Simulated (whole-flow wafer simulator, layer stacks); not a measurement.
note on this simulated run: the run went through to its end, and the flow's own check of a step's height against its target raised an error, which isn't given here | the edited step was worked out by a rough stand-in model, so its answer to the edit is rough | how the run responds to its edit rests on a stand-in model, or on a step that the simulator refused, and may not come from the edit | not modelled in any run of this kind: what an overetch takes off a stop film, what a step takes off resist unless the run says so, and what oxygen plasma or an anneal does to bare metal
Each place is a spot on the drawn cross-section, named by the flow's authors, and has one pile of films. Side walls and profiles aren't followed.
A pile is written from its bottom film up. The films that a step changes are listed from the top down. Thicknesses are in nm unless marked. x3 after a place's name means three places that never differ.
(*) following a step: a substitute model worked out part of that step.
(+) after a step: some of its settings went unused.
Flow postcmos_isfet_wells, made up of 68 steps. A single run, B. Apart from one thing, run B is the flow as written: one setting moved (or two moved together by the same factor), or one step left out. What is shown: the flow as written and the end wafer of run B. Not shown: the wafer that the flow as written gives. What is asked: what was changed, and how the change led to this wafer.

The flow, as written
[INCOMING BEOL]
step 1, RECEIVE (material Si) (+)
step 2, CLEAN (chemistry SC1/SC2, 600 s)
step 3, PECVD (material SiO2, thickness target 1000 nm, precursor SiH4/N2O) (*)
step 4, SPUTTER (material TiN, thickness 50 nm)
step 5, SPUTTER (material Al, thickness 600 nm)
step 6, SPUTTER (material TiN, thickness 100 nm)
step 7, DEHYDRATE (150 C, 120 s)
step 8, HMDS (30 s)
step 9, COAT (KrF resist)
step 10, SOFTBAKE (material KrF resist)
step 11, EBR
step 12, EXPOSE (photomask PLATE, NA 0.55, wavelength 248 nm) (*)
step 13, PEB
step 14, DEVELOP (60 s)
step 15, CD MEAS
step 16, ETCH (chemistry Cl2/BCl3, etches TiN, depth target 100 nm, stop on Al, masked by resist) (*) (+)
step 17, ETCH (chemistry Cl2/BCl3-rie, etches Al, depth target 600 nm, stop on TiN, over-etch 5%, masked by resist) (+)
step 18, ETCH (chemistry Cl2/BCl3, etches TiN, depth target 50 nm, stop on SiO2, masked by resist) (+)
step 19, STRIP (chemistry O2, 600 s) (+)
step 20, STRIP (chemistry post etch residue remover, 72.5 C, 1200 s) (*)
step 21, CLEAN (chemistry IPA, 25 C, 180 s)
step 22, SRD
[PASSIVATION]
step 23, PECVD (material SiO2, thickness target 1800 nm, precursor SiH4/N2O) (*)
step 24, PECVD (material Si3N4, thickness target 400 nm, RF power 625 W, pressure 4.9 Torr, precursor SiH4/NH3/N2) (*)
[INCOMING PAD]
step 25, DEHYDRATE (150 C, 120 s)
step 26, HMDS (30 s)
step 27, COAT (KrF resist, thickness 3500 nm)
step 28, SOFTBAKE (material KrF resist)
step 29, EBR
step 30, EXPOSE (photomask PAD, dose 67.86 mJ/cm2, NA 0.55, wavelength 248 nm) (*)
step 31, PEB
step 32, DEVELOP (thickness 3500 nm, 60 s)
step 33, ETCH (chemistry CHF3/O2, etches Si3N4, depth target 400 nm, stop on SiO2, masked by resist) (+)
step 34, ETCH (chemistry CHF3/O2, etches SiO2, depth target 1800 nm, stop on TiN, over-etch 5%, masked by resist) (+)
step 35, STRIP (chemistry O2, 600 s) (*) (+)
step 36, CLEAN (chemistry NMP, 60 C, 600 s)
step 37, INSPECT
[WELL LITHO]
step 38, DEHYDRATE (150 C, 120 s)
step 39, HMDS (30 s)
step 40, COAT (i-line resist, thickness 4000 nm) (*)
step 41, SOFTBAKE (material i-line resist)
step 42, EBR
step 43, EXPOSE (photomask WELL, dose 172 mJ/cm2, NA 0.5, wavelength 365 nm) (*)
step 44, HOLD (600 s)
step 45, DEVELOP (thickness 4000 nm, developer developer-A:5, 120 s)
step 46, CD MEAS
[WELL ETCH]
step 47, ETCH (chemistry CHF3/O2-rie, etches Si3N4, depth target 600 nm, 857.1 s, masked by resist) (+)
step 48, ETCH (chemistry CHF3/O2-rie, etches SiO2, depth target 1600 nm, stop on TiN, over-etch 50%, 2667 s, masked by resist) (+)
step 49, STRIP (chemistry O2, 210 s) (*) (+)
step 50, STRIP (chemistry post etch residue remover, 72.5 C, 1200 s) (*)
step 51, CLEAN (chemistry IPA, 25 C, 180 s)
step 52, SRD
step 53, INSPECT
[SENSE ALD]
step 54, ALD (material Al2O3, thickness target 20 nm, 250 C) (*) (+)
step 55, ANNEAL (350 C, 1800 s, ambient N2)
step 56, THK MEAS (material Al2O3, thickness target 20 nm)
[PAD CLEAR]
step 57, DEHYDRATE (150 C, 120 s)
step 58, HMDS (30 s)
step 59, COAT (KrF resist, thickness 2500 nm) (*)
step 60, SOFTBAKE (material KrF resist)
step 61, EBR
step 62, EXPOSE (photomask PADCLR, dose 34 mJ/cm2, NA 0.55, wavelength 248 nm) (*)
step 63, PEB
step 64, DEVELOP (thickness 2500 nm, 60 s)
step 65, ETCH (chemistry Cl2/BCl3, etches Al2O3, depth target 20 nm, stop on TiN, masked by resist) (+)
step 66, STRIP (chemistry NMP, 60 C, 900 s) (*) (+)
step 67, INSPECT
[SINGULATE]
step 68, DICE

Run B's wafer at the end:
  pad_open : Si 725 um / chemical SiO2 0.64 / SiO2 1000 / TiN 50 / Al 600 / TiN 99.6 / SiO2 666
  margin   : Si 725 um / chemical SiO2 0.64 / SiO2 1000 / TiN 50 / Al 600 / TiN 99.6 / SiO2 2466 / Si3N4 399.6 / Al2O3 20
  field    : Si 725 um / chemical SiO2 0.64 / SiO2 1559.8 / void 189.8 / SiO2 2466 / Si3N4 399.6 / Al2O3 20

The reason: step 23, PECVD: thickness target 2466 nm was run, while the flow as written has thickness target 1800 nm.
The wafer lets one read it off: margin has SiO2 2466, and step 23 as written asks for 1800 nm.

How this came from the change, step by step:
  step 23, PECVD (material SiO2, thickness target 1800 nm, precursor SiH4/N2O) (*)
      margin, well900, well1300 x3, pad_rim, pad_clr, pad_open: SiO2 gains 2466 (new film) (as written it would have been: SiO2 gains 1800 (new film))
      field: SiO2 gains 2466 (new film), void gains 189.8 (new film), SiO2 gains 559.8 (as written it would have been: SiO2 gains 1800 (new film), void gains 189.9 (new film), SiO2 gains 559.7)
  step 34, ETCH (chemistry CHF3/O2, etches SiO2, depth target 1800 nm, stop on TiN, over-etch 5%, masked by resist) (+)
      pad_open: SiO2 loses 1800 (as written it would have been: SiO2 loses 1800 (all of it))
  step 48, ETCH (chemistry CHF3/O2-rie, etches SiO2, depth target 1600 nm, stop on TiN, over-etch 50%, 2667 s, masked by resist) (+)
      well900, well1300 x3: SiO2 loses 2266 (all of it) (as written it would have been: SiO2 loses 1600 (all of it))
  step 59, COAT (KrF resist, thickness 2500 nm) (*)
      field: KrF resist gains 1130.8 (new film) (as written it would have been: KrF resist gains 1449 (new film))
      margin: KrF resist gains 1130.7 (new film) (as written it would have been: KrF resist gains 1448.9 (new film))
  step 63, PEB
      field, margin: KrF resist loses 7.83 (as written it would have been: KrF resist loses 10.1)
  step 66, STRIP (chemistry NMP, 60 C, 900 s) (*) (+)
      field: KrF resist loses 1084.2 (all of it) (as written it would have been: KrF resist loses 1400.1 (all of it))
      margin: KrF resist loses 1084.1 (all of it) (as written it would have been: KrF resist loses 1400.1 (all of it))
